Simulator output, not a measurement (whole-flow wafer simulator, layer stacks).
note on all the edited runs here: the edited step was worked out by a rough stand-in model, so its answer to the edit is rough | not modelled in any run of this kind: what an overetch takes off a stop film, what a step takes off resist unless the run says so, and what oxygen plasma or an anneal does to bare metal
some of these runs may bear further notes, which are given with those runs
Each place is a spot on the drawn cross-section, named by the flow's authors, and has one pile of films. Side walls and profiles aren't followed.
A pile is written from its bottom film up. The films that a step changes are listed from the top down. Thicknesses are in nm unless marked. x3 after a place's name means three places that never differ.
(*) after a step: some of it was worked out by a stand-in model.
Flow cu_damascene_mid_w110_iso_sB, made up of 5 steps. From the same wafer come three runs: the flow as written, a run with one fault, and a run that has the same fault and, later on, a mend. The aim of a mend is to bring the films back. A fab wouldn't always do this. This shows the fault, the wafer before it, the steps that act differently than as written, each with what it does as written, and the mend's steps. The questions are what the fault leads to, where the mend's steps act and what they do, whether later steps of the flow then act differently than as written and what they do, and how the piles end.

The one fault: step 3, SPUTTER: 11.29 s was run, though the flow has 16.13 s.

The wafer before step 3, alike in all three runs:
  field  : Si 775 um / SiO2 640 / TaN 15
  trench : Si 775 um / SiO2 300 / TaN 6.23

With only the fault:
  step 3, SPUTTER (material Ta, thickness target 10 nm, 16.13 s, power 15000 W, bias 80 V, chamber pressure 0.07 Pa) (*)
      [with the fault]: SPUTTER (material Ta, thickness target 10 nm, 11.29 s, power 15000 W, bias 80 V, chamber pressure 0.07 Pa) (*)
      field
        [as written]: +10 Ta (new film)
        [with the fault]: +7 Ta (new film)
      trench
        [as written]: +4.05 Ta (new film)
        [with the fault]: +2.83 Ta (new film)
  Later steps of the flow that are run all act as written at every place that is followed, up to a difference of at most 2% or 0.5 nm, whichever is larger.
  By the end, the piles at field, trench depart from the flow's by more than 2% or 0.5 nm, whichever is larger.
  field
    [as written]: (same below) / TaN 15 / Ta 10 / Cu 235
    [with the fault]: (same below) / TaN 15 / Ta 7 / Cu 235
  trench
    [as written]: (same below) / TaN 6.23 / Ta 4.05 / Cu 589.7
    [with the fault]: (same below) / TaN 6.23 / Ta 2.83 / Cu 587.9

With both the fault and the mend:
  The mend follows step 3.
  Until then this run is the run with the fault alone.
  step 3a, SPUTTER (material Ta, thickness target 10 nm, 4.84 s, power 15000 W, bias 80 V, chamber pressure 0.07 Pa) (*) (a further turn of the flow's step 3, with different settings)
      field
        +3 Ta
      trench
        +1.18 Ta
  Later steps of the flow that are run all act as written at every place that is followed.
  When the end is reached, the piles differ only a little from the flow's at the places that both follow, at most by 2% or 0.5 nm, whichever is larger.
